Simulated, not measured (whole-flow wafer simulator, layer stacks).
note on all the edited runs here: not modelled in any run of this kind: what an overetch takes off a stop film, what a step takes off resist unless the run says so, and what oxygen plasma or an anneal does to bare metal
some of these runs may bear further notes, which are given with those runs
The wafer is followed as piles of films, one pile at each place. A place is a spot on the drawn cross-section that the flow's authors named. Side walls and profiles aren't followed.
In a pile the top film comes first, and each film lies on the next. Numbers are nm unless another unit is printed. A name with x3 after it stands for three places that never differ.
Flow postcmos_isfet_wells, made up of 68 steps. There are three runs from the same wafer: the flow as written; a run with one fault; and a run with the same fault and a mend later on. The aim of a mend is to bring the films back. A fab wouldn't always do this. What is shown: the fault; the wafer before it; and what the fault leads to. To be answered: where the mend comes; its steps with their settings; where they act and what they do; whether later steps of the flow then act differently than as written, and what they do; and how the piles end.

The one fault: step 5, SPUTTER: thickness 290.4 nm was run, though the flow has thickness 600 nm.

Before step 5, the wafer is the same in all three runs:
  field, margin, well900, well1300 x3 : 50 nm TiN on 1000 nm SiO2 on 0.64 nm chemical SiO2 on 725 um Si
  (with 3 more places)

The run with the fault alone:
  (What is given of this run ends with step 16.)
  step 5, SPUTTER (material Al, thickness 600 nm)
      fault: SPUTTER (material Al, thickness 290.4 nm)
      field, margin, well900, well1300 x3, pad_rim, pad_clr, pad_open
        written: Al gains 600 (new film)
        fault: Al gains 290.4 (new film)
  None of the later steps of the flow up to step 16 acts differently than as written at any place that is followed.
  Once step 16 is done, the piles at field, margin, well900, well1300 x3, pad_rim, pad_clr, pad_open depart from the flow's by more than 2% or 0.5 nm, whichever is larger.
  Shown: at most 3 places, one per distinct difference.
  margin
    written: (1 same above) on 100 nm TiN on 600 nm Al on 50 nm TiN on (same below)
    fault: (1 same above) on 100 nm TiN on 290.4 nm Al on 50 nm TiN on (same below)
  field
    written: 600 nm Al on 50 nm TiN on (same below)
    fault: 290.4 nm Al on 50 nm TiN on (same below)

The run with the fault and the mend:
  The mend stands after step 5.
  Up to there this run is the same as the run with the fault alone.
  step 5a, ETCH (chemistry al pan, depth target 334 nm)
      field, margin, well900, well1300 x3, pad_rim, pad_clr, pad_open
        Al loses 290.4 (all of it)
  step 5b, SPUTTER (material Al, thickness 600 nm) (the flow's step 5 again)
      field, margin, well900, well1300 x3, pad_rim, pad_clr, pad_open
        Al gains 600 (new film)
  None of the later steps of the flow acts differently than as written at any place that is followed.
  At every place that both follow, the piles at the end match the flow's.
